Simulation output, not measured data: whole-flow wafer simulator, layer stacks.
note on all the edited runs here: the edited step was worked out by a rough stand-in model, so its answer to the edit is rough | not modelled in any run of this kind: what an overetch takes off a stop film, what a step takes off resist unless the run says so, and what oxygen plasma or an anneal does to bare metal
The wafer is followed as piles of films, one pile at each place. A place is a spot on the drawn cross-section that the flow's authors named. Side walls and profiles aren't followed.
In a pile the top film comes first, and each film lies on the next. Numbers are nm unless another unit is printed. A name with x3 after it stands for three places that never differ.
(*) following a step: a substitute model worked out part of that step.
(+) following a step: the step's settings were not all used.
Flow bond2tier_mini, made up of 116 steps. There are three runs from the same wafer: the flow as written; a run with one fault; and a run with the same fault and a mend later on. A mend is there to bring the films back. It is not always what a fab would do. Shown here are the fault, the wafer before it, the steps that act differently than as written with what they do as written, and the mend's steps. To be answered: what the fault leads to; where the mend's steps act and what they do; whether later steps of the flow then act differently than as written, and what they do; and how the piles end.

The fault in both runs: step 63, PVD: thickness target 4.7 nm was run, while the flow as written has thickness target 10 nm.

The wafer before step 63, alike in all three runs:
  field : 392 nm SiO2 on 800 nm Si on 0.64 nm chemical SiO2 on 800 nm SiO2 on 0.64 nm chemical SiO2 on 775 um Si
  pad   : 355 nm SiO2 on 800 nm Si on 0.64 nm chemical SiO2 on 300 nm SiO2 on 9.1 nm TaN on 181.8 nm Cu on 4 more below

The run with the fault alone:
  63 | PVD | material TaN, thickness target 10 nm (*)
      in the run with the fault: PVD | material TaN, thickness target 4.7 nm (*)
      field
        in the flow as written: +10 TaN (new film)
        in the run with the fault: +4.7 TaN (new film)
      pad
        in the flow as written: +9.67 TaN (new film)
        in the run with the fault: +4.54 TaN (new film)
  Later steps of the flow acting differently than as written (not shown: 1 more step that differs only slightly, by at most 2% or 0.5 nm, whichever is larger):
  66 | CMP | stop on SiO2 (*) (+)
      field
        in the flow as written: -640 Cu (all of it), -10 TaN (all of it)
        in the run with the fault: -640 Cu (all of it), -4.7 TaN (all of it)
  The piles end different from the flow's at pad by more than 2% or 0.5 nm, whichever is larger.
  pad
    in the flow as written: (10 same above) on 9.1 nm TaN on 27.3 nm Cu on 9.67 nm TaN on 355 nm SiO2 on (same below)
    in the run with the fault: (10 same above) on 9.1 nm TaN on 32.5 nm Cu on 4.54 nm TaN on 355 nm SiO2 on (same below)

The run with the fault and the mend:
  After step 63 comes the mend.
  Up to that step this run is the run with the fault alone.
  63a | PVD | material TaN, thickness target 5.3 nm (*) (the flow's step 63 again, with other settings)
      field
        +5.3 TaN
      pad
        +5.12 TaN
  Later steps of the flow that are run all act as written at every place that is followed.
  The piles end only slightly different from the flow's at the places that both follow, by no more than 2% or 0.5 nm, whichever is larger.
